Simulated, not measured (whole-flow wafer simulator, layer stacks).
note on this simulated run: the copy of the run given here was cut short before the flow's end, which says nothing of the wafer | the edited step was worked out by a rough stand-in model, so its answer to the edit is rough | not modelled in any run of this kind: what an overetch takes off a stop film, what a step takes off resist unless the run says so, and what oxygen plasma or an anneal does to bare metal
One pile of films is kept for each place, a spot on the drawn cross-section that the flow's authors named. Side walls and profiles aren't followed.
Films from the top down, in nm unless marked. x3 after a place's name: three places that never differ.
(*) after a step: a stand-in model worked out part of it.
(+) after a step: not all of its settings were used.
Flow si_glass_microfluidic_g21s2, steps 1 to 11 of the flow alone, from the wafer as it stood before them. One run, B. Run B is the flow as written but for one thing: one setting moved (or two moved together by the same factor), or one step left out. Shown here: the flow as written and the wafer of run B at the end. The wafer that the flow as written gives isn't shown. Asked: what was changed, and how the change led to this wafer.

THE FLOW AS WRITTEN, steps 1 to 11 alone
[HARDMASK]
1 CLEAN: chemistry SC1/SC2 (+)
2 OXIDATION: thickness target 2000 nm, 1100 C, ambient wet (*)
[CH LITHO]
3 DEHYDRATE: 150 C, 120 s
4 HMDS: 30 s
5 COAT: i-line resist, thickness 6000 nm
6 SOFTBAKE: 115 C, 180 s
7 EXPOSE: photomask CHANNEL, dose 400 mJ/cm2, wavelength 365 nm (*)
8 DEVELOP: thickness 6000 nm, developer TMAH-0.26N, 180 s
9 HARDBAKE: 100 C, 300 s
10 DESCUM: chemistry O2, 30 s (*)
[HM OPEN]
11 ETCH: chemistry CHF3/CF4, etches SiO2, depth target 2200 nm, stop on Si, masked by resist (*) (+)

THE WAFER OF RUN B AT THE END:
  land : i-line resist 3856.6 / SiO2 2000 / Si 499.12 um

The cause: step 11, ETCH: depth target 2530 nm was run, where the flow has depth target 2200 nm.

How the change led to this, step by step:
  11 ETCH: chemistry CHF3/CF4, etches SiO2, depth target 2200 nm, stop on Si, masked by resist (*) (+)
      land: i-line resist -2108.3 (as written it would be: i-line resist -1833.3)
